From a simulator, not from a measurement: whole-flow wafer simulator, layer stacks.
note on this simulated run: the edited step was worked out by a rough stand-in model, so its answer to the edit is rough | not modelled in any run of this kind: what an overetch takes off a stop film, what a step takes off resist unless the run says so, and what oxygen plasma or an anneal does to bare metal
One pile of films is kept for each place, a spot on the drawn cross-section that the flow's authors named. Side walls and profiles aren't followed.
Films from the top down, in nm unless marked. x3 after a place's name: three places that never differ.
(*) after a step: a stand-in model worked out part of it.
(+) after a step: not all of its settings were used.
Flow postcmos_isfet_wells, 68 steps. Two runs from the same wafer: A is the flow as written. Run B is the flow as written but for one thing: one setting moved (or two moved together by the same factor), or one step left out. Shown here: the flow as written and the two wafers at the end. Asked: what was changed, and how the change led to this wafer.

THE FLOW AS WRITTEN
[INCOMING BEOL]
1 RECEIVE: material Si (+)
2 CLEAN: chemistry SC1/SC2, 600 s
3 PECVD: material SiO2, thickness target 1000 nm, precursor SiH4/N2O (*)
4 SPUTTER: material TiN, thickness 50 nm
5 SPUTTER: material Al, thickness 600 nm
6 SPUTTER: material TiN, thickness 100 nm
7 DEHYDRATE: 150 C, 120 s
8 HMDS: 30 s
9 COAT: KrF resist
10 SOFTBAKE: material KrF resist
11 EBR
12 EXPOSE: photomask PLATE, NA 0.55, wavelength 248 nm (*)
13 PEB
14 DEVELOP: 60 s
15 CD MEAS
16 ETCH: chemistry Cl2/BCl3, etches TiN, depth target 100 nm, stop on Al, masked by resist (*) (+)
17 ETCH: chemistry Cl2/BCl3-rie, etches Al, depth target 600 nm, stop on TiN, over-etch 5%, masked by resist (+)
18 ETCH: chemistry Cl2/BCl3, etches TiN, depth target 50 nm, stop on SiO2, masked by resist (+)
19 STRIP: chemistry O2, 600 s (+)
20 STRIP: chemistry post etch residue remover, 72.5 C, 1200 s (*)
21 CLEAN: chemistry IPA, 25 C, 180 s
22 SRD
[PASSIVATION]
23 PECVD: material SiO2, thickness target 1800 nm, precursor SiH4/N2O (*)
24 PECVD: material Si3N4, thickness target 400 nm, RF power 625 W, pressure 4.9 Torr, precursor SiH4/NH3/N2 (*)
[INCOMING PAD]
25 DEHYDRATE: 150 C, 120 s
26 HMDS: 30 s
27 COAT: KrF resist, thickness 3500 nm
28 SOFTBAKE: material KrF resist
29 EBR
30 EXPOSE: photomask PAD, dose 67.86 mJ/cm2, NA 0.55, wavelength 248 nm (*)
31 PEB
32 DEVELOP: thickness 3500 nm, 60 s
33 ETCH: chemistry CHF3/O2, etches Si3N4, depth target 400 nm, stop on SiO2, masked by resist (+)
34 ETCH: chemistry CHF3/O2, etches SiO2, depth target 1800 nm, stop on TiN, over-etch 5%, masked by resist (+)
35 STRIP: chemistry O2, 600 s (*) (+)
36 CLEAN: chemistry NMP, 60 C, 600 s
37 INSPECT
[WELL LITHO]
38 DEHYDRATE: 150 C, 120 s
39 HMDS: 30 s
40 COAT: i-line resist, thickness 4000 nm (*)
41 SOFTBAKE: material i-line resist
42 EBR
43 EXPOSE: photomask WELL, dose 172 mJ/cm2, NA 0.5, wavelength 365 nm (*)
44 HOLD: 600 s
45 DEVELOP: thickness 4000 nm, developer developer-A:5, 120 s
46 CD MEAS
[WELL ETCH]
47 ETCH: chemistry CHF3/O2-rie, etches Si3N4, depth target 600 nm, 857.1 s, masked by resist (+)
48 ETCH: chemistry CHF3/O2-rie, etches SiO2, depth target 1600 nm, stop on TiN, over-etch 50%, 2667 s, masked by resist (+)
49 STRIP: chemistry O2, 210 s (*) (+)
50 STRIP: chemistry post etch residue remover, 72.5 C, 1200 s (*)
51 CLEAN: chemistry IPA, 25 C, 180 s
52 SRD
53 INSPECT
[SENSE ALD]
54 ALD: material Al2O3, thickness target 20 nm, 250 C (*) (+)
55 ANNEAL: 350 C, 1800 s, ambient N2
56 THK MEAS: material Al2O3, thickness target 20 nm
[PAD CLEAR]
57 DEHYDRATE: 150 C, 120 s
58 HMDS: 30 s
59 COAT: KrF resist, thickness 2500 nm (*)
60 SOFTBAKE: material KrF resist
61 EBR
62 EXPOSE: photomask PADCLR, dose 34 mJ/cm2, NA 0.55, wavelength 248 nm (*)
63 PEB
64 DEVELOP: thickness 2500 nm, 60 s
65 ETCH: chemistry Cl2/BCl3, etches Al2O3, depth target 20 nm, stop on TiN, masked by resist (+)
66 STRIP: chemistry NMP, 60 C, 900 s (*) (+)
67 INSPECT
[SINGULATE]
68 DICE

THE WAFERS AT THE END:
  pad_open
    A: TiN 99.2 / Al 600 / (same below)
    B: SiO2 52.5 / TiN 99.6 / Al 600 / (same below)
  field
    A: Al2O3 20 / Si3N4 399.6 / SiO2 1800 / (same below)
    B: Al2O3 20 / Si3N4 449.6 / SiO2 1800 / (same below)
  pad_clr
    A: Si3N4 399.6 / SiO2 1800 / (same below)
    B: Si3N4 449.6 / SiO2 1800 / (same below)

The cause: step 24, PECVD: thickness target 450 nm was run, where the flow has thickness target 400 nm.

How the change led to this, step by step:
  24 PECVD: material Si3N4, thickness target 400 nm, RF power 625 W, pressure 4.9 Torr, precursor SiH4/NH3/N2 (*)
      field, margin, well900, well1300 x3, pad_rim, pad_clr, pad_open: A Si3N4 +400 (new film) | B Si3N4 +450 (new film)
  33 ETCH: chemistry CHF3/O2, etches Si3N4, depth target 400 nm, stop on SiO2, masked by resist (+)
      pad_open: A Si3N4 -400 (all of it) | B Si3N4 -400
  34 ETCH: chemistry CHF3/O2, etches SiO2, depth target 1800 nm, stop on TiN, over-etch 5%, masked by resist (+)
      pad_open: A SiO2 -1800 (all of it) | B Si3N4 -50 (all of it), SiO2 -1747.5
  47 ETCH: chemistry CHF3/O2-rie, etches Si3N4, depth target 600 nm, 857.1 s, masked by resist (+)
      well900, well1300 x3: A Si3N4 -400 (all of it), SiO2 -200 | B Si3N4 -450 (all of it), SiO2 -150
  48 ETCH: chemistry CHF3/O2-rie, etches SiO2, depth target 1600 nm, stop on TiN, over-etch 50%, 2667 s, masked by resist (+)
      well900, well1300 x3: A SiO2 -1600 (all of it) | B SiO2 -1650 (all of it)
